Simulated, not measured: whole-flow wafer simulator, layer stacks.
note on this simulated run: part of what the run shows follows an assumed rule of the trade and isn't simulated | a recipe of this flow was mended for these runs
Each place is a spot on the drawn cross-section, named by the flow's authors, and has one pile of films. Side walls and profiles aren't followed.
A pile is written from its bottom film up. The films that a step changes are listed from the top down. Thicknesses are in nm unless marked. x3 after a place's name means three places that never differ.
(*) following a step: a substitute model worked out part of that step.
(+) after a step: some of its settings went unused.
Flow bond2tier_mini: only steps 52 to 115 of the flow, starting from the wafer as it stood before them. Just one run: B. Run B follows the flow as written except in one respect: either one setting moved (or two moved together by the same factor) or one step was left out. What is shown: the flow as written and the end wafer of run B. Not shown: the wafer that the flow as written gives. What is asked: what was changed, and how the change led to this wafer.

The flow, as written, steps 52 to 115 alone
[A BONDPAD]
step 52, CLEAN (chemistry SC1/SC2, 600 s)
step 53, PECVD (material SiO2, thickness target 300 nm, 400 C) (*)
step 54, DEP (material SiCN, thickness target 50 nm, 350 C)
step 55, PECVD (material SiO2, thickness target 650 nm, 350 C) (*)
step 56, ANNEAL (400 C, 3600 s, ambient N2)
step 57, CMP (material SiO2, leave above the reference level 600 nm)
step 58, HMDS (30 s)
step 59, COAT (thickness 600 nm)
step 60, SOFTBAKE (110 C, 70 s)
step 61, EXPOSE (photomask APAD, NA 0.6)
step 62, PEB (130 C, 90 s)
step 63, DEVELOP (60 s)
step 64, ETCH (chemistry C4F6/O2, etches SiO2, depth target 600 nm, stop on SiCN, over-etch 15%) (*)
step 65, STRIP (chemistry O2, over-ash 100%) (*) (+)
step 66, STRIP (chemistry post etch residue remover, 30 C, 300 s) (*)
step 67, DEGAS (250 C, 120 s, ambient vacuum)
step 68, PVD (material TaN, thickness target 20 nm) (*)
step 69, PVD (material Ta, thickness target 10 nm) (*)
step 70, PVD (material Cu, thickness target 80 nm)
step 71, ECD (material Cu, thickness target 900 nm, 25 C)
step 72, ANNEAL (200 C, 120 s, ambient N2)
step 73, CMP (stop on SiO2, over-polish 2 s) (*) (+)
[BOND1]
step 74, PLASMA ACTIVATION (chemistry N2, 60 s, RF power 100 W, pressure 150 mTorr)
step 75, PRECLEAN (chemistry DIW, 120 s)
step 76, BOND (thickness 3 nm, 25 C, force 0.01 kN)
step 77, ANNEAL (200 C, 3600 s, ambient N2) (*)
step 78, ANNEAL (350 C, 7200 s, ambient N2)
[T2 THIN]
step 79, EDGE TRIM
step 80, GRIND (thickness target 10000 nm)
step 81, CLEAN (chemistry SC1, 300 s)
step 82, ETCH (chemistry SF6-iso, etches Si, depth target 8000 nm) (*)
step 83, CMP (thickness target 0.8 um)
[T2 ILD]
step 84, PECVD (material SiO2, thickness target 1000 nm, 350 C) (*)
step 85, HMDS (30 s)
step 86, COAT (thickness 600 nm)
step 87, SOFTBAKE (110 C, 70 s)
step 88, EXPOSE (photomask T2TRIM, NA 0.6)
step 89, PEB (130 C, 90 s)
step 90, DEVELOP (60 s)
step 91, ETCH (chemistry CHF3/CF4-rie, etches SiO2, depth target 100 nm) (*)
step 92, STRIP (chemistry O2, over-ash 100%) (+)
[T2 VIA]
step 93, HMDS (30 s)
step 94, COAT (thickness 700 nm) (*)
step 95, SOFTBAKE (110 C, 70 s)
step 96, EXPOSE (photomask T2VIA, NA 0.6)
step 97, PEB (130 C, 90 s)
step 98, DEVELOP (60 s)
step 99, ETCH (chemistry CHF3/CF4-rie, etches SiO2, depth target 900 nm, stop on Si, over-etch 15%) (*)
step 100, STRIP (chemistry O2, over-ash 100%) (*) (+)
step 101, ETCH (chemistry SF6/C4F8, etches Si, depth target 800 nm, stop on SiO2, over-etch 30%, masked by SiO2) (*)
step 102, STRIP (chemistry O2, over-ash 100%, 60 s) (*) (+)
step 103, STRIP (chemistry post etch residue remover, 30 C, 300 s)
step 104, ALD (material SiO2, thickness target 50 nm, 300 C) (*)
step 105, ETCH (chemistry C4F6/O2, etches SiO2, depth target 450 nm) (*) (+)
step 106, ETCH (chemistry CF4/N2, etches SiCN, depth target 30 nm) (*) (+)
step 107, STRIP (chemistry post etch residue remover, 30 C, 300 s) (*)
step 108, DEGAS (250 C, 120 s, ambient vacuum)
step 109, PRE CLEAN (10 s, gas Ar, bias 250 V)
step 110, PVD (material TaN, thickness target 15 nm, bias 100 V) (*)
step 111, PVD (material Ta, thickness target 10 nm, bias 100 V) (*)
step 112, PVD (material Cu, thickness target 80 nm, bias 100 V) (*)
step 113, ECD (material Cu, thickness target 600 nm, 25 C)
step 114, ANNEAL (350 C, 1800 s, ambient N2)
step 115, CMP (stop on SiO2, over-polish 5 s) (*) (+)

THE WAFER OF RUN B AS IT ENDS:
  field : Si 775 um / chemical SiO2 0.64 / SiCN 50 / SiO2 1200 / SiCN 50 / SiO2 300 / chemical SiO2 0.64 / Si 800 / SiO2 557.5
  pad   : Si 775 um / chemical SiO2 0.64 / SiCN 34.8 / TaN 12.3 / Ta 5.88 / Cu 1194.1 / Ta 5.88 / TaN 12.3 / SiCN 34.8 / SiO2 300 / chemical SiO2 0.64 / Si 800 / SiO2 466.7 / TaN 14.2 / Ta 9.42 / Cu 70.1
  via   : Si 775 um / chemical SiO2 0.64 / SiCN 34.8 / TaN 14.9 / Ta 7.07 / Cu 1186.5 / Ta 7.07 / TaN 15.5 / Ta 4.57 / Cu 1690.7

Cause: step 53, PECVD: material SiO2, thickness target 300 nm, 400 C (*), was skipped.

How this came from the change, step by step:
  (no step that both runs have acts differently)
